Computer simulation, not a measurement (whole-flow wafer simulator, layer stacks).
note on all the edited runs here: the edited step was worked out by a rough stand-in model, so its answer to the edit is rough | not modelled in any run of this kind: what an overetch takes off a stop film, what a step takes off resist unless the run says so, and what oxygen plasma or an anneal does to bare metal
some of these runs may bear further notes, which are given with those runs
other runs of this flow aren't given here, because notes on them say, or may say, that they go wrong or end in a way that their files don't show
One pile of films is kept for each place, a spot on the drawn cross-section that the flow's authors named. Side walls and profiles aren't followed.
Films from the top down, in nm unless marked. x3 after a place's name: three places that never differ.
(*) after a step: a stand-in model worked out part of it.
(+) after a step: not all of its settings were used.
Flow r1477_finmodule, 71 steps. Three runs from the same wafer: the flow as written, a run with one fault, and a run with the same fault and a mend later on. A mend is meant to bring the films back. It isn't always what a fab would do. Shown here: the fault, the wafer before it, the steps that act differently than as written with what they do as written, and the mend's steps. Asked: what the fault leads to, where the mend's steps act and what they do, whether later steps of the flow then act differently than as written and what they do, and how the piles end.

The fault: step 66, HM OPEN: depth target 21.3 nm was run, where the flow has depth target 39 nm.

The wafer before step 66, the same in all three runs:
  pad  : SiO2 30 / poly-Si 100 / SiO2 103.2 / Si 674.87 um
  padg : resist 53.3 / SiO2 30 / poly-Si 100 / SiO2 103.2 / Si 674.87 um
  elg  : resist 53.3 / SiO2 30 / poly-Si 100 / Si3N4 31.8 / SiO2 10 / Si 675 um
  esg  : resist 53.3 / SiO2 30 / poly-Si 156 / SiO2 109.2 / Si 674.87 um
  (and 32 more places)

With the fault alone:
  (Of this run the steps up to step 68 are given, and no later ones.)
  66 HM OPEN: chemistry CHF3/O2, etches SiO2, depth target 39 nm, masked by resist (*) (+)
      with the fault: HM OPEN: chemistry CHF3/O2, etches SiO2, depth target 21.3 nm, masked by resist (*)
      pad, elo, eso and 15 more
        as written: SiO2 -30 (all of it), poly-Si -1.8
        with the fault: SiO2 -21.3
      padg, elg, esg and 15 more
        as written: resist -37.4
        with the fault: resist -20.4
  Later steps of the flow that act differently than as written:
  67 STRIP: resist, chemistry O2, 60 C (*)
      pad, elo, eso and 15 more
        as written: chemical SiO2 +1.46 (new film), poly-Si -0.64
        with the fault: nothing
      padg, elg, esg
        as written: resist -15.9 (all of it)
        with the fault: resist -32.9 (all of it)
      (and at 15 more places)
  After step 68 the piles differ from the flow's by more than 2% or 0.5 nm, whichever is larger, at pad, elo, eso and 15 more.
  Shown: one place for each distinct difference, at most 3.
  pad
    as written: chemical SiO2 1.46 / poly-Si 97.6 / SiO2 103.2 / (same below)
    with the fault: SiO2 8.7 / poly-Si 100 / SiO2 103.2 / (same below)
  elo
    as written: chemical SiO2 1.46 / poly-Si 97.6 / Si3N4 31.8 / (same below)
    with the fault: SiO2 8.7 / poly-Si 100 / Si3N4 31.8 / (same below)
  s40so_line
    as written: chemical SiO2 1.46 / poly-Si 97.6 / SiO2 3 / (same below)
    with the fault: SiO2 8.7 / poly-Si 100 / SiO2 3 / (same below)

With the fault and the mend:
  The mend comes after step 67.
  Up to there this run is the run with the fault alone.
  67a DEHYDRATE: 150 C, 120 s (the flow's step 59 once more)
      changes no film at any place that is followed
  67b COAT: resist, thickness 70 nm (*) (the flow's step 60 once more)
      e40lg, e100lg, e200lg, elo, e40lo, e100lo, e200lo
        resist +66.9 (new film)
      s40sg, s45sg, s40so, s45so
        resist +91 (new film)
      s40sg_line, s45sg_line, s40so_line, s45so_line
        resist +68.5 (new film)
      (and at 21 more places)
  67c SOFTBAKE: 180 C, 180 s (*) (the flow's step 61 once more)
      changes no film at any place that is followed
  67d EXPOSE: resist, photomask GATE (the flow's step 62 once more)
      changes no film at any place that is followed
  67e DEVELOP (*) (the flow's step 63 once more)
      elo, e40lo, e100lo, e200lo
        resist -66.9 (all of it)
      eso, e40so
        resist -129.5 (all of it)
      s40so, s45so
        resist -91 (all of it)
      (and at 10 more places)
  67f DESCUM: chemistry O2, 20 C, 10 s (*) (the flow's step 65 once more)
      padg, elg, esg and 15 more
        resist -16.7
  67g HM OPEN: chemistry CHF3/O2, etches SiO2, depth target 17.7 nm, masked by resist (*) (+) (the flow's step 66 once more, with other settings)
      pad, elo, eso and 15 more
        SiO2 -8.7 (all of it), poly-Si -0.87
      padg, elg, esg and 15 more
        resist -12.5
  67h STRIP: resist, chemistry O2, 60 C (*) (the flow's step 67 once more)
      pad, elo, eso and 15 more
        chemical SiO2 +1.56 (new film), poly-Si -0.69
      e40lg, e100lg, e200lg
        resist -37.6 (all of it)
      elg, esg
        resist -40.8 (all of it)
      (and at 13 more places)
  No later step of the flow acts differently than as written, at any place that is followed, by more than 2% or 0.5 nm, whichever is larger.
  At the end the piles differ from the flow's only slightly at the places that both follow, by at most 2% or 0.5 nm, whichever is larger.
